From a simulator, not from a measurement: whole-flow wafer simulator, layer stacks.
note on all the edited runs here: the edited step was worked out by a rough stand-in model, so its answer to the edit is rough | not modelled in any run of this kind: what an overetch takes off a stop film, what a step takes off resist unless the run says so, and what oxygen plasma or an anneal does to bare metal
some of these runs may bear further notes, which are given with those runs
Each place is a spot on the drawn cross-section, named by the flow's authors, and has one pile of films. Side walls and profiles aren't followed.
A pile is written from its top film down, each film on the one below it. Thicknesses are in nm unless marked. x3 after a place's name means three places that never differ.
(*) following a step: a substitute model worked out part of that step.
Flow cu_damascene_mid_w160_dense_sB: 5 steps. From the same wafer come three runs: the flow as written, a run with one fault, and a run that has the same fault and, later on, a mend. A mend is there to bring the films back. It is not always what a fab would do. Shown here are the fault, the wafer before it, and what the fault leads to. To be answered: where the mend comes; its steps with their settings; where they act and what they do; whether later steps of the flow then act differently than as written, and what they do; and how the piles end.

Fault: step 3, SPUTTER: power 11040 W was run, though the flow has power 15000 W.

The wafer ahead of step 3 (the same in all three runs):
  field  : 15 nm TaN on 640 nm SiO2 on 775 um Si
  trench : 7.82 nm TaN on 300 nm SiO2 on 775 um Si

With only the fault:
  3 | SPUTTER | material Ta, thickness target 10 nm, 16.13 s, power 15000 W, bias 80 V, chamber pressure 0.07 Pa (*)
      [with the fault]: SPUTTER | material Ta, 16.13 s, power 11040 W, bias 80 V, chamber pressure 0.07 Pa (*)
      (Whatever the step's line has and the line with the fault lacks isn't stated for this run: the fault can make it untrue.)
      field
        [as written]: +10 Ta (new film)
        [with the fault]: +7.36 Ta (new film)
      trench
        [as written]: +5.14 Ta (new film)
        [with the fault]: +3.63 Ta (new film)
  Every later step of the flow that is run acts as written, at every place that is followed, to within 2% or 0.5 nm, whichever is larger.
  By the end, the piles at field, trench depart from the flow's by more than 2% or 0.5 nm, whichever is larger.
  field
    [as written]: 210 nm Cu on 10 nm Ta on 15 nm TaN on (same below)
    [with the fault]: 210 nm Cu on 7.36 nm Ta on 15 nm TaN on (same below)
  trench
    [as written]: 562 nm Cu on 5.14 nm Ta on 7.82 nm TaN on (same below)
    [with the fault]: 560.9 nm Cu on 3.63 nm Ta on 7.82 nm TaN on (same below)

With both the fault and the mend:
  The mend follows step 3.
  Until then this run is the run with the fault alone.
  3a | SPUTTER | material Ta, thickness target 2.7 nm, 4.354 s, power 15000 W, bias 80 V, chamber pressure 0.07 Pa (*) (the flow's step 3 again, with other settings)
      field
        +2.7 Ta
      trench
        +1.36 Ta
  Every later step of the flow that is run acts as written, at every place that is followed, to within 2% or 0.5 nm, whichever is larger.
  When the end is reached, the piles differ only a little from the flow's at the places that both follow, at most by 2% or 0.5 nm, whichever is larger.
